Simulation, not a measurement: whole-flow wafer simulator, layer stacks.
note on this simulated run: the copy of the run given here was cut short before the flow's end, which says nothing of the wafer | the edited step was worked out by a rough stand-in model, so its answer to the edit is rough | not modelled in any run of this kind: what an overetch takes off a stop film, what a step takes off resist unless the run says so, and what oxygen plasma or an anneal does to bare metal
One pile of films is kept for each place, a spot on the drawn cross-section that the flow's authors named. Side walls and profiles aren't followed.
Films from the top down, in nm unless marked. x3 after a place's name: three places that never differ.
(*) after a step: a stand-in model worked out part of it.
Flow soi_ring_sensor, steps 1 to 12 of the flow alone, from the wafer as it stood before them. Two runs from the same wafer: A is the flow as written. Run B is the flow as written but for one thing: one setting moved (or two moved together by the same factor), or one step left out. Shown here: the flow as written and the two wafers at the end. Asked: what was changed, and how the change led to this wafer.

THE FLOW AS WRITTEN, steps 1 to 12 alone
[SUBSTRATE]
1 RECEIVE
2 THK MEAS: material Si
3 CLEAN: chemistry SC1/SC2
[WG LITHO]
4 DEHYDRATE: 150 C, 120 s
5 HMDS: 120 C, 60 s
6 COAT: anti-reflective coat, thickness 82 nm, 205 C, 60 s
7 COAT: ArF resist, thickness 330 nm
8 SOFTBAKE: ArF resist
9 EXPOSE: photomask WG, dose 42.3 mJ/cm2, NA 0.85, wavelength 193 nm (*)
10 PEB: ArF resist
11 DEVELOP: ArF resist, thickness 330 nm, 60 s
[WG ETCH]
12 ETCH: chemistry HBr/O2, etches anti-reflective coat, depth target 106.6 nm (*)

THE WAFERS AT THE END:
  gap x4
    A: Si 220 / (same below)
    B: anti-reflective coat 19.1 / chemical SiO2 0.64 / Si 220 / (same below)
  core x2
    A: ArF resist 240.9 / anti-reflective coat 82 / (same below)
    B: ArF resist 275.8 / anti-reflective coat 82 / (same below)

The cause: step 12, ETCH: depth target 62.9 nm was run, where the flow has depth target 106.6 nm.

How the change led to this, step by step:
  12 ETCH: chemistry HBr/O2, etches anti-reflective coat, depth target 106.6 nm (*)
      gap x4: A anti-reflective coat -82 (all of it), chemical SiO2 -0.64 (all of it) | B anti-reflective coat -62.9
      core x2: A ArF resist -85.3 | B ArF resist -50.3
